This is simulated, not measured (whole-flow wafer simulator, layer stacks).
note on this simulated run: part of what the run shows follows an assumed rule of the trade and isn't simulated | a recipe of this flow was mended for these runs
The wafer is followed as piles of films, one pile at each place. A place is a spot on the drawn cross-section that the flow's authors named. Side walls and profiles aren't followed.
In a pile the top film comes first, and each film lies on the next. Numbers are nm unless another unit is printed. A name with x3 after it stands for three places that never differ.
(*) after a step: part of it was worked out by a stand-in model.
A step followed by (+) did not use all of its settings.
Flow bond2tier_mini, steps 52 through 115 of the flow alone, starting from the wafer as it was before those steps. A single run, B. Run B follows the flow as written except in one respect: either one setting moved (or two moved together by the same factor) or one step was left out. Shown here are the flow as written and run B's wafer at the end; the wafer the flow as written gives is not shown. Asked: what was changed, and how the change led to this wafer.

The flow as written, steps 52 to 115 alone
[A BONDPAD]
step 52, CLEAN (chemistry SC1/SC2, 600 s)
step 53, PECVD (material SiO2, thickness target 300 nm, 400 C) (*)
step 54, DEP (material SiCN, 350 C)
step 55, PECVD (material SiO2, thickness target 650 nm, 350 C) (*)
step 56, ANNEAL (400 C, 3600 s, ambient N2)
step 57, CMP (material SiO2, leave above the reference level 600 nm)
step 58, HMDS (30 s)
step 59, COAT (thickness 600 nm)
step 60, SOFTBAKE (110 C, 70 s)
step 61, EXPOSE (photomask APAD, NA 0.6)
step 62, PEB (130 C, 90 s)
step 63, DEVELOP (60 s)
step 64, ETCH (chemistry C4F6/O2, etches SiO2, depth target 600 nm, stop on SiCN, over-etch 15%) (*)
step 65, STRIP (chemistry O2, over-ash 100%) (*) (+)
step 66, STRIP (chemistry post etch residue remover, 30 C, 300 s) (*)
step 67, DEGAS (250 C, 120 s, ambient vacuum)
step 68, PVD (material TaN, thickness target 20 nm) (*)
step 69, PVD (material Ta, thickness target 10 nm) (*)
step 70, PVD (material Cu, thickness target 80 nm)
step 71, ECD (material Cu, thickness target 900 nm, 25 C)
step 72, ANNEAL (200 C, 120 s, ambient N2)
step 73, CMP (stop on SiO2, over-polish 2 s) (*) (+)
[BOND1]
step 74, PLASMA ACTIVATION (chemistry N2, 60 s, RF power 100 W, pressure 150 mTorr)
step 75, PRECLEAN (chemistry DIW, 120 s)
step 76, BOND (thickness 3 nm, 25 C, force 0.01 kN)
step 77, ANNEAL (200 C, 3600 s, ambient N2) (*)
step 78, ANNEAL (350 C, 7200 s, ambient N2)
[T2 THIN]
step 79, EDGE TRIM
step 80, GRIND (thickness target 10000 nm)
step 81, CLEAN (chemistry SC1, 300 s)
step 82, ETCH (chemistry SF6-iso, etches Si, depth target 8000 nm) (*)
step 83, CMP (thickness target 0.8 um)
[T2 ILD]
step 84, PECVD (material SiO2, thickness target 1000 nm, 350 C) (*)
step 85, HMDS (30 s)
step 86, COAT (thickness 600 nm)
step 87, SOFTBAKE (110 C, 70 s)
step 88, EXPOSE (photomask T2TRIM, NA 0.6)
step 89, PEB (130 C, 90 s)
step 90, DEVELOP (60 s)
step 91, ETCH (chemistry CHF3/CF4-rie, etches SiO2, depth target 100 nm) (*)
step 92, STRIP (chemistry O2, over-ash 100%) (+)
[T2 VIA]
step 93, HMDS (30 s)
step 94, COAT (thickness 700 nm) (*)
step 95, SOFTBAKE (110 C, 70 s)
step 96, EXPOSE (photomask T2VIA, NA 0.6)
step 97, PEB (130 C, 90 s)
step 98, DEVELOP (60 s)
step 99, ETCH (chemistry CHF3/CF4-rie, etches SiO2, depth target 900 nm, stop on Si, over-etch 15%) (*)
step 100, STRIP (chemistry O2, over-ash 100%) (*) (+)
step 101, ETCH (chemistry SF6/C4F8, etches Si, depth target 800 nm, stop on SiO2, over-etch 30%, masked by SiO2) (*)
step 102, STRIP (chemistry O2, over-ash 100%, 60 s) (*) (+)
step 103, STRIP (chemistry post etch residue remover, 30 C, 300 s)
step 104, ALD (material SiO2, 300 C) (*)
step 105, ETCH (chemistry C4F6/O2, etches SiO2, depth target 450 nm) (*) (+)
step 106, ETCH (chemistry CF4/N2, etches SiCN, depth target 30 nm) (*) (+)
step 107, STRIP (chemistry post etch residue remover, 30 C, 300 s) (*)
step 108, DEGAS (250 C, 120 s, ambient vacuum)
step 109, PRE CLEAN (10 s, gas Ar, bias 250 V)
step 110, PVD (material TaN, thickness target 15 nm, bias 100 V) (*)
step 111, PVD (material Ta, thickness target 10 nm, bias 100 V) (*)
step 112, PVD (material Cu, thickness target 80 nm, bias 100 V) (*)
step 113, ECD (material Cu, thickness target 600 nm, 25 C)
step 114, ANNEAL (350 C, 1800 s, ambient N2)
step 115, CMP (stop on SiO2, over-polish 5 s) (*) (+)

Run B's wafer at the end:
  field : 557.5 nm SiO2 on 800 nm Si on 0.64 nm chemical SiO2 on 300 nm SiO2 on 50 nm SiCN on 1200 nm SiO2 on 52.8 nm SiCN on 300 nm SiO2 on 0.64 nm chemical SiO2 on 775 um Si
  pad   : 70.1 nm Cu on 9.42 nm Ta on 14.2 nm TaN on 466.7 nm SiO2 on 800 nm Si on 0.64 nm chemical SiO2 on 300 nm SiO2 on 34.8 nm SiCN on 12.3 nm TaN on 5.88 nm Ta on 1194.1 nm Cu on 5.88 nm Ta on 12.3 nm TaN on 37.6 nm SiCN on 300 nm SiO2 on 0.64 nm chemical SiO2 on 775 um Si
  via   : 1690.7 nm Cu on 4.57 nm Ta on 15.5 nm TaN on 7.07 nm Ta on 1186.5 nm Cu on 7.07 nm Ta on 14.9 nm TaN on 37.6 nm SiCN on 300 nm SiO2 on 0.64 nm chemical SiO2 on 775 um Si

The reason: step 54, DEP: 337 C was run, whereas the flow has 350 C.

Step by step, how the change led to this:
  step 54, DEP (material SiCN, 350 C)
      field, pad, via: SiCN gains 52.8 (new film) (as written it would have been: SiCN gains 50 (new film))
